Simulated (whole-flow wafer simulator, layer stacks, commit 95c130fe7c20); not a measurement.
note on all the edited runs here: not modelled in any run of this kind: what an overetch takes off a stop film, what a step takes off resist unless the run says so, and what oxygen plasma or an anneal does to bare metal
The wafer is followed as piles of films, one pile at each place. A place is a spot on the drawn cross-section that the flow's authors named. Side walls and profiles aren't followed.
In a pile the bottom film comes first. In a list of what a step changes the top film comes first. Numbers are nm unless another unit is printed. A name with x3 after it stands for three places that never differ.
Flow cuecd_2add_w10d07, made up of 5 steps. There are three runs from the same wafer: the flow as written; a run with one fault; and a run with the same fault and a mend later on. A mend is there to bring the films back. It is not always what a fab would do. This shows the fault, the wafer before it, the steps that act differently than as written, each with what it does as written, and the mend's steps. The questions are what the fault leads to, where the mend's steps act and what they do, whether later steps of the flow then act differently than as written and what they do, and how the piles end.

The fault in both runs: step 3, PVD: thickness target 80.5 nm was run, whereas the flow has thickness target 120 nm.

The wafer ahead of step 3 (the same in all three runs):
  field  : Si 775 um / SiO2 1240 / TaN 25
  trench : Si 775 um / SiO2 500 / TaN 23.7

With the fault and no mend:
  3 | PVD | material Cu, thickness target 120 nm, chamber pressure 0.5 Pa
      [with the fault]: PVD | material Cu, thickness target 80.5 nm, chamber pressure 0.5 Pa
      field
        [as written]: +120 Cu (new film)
        [with the fault]: +80.5 Cu (new film)
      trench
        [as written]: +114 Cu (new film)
        [with the fault]: +76.4 Cu (new film)
  None of the later steps of the flow acts differently than as written at any place that is followed.
  The piles end different from the flow's at field, trench by more than 2% or 0.5 nm, whichever is larger.
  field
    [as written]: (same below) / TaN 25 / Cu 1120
    [with the fault]: (same below) / TaN 25 / Cu 1080.5
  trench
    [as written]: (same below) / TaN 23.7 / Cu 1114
    [with the fault]: (same below) / TaN 23.7 / Cu 1076.4

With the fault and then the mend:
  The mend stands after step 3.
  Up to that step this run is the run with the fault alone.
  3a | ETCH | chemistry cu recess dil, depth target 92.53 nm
      field
        -80.5 Cu (all of it)
      trench
        -76.4 Cu (all of it)
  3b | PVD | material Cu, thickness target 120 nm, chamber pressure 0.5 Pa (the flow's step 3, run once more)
      field
        +120 Cu (new film)
      trench
        +114 Cu (new film)
  None of the later steps of the flow acts differently than as written at any place that is followed.
  The piles end the same as the flow's at every place that both follow.
